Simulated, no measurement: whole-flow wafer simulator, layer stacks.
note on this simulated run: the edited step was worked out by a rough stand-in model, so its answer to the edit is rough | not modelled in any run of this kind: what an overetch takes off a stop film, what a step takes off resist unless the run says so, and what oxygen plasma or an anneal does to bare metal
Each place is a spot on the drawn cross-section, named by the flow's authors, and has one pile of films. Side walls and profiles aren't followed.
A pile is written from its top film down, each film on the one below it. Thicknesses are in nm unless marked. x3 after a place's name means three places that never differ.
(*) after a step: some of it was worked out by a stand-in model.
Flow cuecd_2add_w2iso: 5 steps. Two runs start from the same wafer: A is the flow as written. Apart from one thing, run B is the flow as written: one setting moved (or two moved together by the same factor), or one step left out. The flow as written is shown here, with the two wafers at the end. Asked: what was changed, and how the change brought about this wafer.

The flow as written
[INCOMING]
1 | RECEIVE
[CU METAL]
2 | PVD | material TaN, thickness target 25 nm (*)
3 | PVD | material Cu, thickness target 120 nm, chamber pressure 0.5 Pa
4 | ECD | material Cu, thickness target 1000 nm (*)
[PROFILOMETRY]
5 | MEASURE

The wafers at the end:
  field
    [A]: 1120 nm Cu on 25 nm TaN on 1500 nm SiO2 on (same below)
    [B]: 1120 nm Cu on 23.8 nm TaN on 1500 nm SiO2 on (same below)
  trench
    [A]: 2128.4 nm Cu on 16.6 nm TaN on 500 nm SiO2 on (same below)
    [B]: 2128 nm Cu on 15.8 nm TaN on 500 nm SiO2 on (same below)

The reason: step 2, PVD: thickness target 23.8 nm was run, whereas the flow has thickness target 25 nm.
One can read it off the wafer: field has TaN 23.8, and step 2 as written asks for 25 nm.

Step by step, how the change led to this:
  2 | PVD | material TaN, thickness target 25 nm (*)
      field: A +25 TaN (new film) | B +23.8 TaN (new film)
      trench: A +16.6 TaN (new film) | B +15.8 TaN (new film)
